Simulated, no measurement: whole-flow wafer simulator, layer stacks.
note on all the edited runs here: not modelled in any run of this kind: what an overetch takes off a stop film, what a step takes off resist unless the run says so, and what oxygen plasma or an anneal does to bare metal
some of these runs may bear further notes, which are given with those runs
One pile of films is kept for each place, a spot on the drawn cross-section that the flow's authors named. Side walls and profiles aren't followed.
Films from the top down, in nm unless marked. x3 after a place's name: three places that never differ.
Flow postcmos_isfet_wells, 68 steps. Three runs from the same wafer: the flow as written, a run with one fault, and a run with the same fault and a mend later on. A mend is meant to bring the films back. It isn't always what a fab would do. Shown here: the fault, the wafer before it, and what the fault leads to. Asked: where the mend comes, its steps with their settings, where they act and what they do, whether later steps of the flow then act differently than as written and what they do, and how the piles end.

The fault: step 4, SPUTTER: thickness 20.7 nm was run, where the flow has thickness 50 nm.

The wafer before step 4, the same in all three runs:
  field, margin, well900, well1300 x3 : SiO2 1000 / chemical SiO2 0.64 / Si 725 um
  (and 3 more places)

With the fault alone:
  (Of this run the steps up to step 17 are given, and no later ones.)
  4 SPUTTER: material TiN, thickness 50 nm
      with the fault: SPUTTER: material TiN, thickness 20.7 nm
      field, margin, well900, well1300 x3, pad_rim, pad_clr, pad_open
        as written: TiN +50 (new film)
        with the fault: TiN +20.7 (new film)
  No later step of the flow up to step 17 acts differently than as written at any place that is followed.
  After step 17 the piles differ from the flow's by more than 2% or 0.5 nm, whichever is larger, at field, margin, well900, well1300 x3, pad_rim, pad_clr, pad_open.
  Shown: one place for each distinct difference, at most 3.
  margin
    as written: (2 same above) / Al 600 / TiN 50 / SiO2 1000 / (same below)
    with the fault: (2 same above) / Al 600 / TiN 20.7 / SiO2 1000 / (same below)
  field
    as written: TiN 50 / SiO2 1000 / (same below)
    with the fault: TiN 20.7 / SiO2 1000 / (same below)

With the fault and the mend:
  The mend comes after step 4.
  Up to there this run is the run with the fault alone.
  4a ETCH: chemistry peroxide tin strip, depth target 23.8 nm
      field, margin, well900, well1300 x3, pad_rim, pad_clr, pad_open
        TiN -20.7 (all of it)
  4b SPUTTER: material TiN, thickness 50 nm (the flow's step 4 once more)
      field, margin, well900, well1300 x3, pad_rim, pad_clr, pad_open
        TiN +50 (new film)
  No later step of the flow acts differently than as written at any place that is followed.
  At the end the piles are the same as the flow's at every place that both follow.
